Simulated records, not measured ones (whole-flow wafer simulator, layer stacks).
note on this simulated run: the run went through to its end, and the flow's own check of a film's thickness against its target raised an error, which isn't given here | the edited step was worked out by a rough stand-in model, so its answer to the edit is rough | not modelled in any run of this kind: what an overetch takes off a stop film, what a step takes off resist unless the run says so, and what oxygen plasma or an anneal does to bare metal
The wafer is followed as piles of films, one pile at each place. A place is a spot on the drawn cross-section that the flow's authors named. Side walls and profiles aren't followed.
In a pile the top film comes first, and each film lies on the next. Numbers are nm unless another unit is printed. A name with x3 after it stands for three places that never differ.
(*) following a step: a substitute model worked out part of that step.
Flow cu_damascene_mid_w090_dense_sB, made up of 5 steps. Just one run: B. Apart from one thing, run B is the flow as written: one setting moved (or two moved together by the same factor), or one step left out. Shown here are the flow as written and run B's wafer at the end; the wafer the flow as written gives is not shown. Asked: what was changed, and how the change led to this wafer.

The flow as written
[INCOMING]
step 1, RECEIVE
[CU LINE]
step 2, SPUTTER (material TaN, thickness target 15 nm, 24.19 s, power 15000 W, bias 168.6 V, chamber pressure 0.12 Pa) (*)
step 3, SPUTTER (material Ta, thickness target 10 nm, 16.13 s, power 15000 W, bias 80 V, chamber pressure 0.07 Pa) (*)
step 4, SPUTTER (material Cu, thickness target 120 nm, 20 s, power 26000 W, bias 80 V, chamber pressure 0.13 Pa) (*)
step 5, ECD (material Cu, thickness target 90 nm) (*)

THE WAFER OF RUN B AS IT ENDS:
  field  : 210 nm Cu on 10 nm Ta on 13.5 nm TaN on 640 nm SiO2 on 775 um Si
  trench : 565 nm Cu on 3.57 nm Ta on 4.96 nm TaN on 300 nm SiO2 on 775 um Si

The reason: step 2, SPUTTER: thickness target 13.5 nm was run, while the flow as written has thickness target 15 nm; step 2, SPUTTER: 21.77 s was run, where the flow has 24.19 s.
The wafer lets one read it off: field has TaN 13.5, and step 2 as written asks for 15 nm.

Step by step, how the change led to this:
  step 2, SPUTTER (material TaN, thickness target 15 nm, 24.19 s, power 15000 W, bias 168.6 V, chamber pressure 0.12 Pa) (*)
      field: TaN gains 13.5 (new film) (as written it would have been: TaN gains 15 (new film))
      trench: TaN gains 4.96 (new film) (as written it would have been: TaN gains 5.51 (new film))
